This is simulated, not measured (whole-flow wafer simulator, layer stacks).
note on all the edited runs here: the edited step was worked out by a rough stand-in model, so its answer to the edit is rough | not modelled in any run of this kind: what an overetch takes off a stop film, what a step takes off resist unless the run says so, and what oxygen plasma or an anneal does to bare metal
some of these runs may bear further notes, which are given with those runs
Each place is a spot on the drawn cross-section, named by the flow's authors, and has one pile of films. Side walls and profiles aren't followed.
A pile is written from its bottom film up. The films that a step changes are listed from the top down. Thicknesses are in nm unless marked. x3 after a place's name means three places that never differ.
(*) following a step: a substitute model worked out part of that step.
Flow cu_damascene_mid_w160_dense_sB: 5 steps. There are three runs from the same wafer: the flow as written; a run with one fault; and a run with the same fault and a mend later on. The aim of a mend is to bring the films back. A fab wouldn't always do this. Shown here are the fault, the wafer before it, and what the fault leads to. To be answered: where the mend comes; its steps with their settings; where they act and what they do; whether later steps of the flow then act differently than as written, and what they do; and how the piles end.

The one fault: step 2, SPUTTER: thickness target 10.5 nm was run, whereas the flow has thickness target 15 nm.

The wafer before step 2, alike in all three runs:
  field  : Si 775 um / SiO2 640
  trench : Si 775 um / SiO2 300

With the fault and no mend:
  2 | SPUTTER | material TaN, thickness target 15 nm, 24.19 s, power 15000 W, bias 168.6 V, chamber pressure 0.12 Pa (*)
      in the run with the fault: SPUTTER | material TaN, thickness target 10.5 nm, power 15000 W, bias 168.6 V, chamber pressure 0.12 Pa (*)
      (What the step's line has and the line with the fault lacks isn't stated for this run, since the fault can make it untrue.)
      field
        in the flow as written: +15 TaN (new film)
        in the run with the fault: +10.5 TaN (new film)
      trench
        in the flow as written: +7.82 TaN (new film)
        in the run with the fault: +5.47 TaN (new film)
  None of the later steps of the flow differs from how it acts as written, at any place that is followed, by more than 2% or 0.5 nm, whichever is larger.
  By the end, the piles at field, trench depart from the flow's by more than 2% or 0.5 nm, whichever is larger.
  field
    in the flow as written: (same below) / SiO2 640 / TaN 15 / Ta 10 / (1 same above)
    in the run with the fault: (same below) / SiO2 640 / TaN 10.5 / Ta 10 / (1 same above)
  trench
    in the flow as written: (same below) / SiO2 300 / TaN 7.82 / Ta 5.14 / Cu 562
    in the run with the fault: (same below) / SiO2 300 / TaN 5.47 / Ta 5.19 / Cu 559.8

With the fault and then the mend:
  After step 2 comes the mend.
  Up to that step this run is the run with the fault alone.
  2a | SPUTTER | material TaN, thickness target 4.5 nm, power 15000 W, bias 168.6 V, chamber pressure 0.12 Pa (*) (the flow's step 2, run once more with other settings)
      field
        +4.5 TaN
      trench
        +2.29 TaN
  None of the later steps of the flow differs from how it acts as written, at any place that is followed, by more than 2% or 0.5 nm, whichever is larger.
  When the end is reached, the piles differ only a little from the flow's at the places that both follow, at most by 2% or 0.5 nm, whichever is larger.
